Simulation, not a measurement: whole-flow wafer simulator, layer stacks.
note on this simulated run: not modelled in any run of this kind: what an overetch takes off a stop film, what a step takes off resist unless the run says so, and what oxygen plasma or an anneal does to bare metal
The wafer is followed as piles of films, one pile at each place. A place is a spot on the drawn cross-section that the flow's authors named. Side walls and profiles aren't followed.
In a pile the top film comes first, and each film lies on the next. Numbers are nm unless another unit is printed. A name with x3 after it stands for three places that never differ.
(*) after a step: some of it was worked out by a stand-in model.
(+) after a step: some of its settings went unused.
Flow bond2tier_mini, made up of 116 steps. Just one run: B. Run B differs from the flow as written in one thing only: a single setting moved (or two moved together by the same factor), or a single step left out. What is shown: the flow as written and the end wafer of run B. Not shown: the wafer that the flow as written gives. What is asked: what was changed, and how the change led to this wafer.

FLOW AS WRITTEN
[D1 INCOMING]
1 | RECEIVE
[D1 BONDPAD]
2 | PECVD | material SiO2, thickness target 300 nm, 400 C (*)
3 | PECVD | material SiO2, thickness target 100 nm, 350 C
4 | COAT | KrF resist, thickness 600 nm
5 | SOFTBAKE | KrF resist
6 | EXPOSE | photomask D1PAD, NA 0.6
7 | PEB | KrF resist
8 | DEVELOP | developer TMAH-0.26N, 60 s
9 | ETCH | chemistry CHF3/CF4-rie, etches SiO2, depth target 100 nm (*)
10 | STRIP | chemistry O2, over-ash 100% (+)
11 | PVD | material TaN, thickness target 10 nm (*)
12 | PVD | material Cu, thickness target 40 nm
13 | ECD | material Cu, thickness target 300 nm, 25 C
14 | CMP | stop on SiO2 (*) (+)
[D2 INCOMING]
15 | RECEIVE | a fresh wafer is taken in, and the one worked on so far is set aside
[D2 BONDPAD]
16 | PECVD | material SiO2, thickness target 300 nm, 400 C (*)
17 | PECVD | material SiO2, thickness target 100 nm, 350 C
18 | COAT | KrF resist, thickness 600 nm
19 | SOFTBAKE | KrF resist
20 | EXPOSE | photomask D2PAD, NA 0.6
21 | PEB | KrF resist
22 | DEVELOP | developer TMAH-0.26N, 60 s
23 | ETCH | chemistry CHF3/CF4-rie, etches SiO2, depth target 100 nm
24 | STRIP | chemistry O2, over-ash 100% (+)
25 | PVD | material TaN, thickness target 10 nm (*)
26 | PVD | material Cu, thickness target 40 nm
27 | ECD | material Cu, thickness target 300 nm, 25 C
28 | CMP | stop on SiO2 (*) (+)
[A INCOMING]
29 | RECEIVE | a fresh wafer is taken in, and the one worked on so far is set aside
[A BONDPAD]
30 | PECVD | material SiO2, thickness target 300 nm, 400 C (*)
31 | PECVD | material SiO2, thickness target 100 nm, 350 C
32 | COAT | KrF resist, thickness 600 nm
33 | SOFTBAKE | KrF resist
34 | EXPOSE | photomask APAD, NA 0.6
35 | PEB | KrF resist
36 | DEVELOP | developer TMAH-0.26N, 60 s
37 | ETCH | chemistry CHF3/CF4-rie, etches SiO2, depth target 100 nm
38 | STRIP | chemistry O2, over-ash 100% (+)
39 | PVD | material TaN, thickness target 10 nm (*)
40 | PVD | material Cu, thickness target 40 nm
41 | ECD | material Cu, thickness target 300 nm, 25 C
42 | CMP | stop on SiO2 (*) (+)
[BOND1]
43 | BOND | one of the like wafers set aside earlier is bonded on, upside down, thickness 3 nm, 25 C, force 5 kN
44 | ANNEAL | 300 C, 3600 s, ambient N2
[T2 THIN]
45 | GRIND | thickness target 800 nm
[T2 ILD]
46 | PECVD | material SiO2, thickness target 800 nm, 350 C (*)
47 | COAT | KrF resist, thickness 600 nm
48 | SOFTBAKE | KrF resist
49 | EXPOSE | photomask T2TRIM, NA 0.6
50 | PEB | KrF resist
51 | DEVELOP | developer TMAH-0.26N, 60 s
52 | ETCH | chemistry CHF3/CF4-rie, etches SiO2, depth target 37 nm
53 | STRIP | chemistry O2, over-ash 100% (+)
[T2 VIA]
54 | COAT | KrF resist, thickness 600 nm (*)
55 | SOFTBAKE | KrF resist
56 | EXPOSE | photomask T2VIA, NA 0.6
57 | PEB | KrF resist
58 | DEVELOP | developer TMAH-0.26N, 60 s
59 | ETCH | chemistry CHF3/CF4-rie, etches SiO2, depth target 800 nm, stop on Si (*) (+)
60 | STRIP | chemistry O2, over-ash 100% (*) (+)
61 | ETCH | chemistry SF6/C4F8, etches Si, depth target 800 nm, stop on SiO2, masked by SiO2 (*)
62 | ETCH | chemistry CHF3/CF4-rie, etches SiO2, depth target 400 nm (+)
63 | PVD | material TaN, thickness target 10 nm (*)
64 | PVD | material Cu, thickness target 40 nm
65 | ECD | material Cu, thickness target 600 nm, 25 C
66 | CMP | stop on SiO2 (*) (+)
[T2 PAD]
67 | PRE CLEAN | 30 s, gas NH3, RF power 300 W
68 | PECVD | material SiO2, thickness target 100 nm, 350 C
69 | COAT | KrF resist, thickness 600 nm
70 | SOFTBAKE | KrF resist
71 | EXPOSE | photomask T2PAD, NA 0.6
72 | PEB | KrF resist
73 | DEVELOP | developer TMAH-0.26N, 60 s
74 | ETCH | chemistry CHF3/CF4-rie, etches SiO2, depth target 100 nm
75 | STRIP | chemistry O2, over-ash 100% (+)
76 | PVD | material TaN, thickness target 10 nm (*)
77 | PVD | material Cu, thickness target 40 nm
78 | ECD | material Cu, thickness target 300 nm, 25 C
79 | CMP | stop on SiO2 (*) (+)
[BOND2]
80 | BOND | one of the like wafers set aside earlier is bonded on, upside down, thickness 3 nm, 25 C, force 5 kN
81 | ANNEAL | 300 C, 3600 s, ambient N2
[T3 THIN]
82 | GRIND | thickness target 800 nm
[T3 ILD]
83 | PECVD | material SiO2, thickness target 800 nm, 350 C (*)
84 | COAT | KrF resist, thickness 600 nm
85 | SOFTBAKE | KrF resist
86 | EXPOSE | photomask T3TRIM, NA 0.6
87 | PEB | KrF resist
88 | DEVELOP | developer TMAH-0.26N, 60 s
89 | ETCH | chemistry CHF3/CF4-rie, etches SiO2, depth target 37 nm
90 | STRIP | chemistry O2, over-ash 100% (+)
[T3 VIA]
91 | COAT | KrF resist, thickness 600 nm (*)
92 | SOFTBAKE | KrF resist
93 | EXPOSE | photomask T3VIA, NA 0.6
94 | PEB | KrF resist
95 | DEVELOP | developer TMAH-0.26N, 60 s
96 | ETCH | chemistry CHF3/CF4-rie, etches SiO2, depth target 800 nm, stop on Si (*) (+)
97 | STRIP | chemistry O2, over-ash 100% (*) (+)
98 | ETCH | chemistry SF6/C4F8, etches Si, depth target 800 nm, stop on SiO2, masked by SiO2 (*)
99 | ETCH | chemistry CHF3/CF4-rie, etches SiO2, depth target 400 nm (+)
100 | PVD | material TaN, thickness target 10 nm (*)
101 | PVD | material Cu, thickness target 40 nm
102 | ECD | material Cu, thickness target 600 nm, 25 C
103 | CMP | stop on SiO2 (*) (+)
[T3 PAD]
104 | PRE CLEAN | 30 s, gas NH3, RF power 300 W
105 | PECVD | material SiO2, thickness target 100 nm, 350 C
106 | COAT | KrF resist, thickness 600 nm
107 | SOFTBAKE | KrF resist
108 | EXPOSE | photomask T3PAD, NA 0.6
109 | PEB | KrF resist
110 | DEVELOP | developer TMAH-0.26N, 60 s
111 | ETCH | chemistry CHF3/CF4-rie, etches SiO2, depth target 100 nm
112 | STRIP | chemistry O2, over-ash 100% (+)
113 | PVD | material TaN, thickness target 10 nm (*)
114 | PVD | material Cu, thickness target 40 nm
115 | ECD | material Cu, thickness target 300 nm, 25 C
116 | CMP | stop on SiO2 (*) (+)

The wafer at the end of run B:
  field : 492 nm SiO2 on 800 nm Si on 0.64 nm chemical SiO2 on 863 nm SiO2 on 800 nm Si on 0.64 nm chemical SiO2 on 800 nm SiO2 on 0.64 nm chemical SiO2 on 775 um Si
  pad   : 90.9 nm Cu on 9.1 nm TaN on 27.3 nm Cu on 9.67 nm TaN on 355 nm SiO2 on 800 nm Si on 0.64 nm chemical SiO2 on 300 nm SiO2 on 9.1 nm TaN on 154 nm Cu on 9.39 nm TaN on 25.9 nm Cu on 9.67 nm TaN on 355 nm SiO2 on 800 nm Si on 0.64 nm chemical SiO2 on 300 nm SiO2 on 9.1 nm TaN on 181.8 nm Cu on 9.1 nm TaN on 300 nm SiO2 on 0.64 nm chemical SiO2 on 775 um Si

What caused this: step 68, PECVD: thickness target 71 nm was run, whereas the flow has thickness target 100 nm.

Step by step, how the change led to this:
  68 | PECVD | material SiO2, thickness target 100 nm, 350 C
      field: +71 SiO2 (in the flow as written it would be: +100 SiO2)
      pad: +71 SiO2 (new film) (in the flow as written it would be: +100 SiO2 (new film))
  74 | ETCH | chemistry CHF3/CF4-rie, etches SiO2, depth target 100 nm
      pad: -71 SiO2 (all of it), -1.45 Cu (in the flow as written it would be: -100 SiO2 (all of it))
  77 | PVD | material Cu, thickness target 40 nm
      pad: +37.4 Cu (new film) (in the flow as written it would be: +36.4 Cu (new film))
  78 | ECD | material Cu, thickness target 300 nm, 25 C
      pad: +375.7 Cu (in the flow as written it would be: +404.5 Cu)
